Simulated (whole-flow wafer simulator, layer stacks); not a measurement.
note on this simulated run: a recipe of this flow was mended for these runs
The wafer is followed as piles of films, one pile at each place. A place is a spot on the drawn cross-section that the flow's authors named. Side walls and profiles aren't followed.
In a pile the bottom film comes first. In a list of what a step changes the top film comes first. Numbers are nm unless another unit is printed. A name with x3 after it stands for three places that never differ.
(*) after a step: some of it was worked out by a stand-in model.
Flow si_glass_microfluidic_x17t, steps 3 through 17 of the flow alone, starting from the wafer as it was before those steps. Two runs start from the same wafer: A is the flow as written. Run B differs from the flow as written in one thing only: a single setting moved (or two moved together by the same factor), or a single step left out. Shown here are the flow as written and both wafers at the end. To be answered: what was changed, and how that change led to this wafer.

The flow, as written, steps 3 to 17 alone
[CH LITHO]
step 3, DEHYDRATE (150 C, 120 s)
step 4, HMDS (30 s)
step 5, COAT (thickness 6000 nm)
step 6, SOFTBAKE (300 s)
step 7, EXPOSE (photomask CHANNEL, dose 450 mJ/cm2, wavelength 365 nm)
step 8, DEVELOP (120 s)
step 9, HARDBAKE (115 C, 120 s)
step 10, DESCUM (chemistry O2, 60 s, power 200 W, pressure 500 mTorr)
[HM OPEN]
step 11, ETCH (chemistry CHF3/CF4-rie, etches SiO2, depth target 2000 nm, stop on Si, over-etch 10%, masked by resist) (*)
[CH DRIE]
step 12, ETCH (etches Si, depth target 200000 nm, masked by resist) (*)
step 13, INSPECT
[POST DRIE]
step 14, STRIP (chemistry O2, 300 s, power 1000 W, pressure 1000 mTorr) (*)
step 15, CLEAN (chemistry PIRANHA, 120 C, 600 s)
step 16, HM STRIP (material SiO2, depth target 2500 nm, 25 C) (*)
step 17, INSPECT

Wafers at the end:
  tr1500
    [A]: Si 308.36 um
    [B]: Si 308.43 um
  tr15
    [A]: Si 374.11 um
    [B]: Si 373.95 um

The reason: step 5, COAT: thickness 5550 nm was run, while the flow as written has thickness 6000 nm.

How this came from the change, step by step:
  step 5, COAT (thickness 6000 nm)
      land, tr110, tr1500, tr15: A thick-i-line-resist gains 6000 (new film) | B thick-i-line-resist gains 5550 (new film)
  step 8, DEVELOP (120 s)
      tr110, tr1500, tr15: A thick-i-line-resist loses 6000 (all of it) | B thick-i-line-resist loses 5550 (all of it)
  step 9, HARDBAKE (115 C, 120 s)
      land: A thick-i-line-resist loses 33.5 | B thick-i-line-resist loses 30
  step 12, ETCH (etches Si, depth target 200000 nm, masked by resist) (*)
      tr1500: A Si loses 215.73 um | B Si loses 215.67 um
      tr15: A Si loses 149.99 um | B Si loses 150.15 um
  step 14, STRIP (chemistry O2, 300 s, power 1000 W, pressure 1000 mTorr) (*)
      land: A thick-i-line-resist loses 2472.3 (all of it) | B thick-i-line-resist loses 2026.7 (all of it)
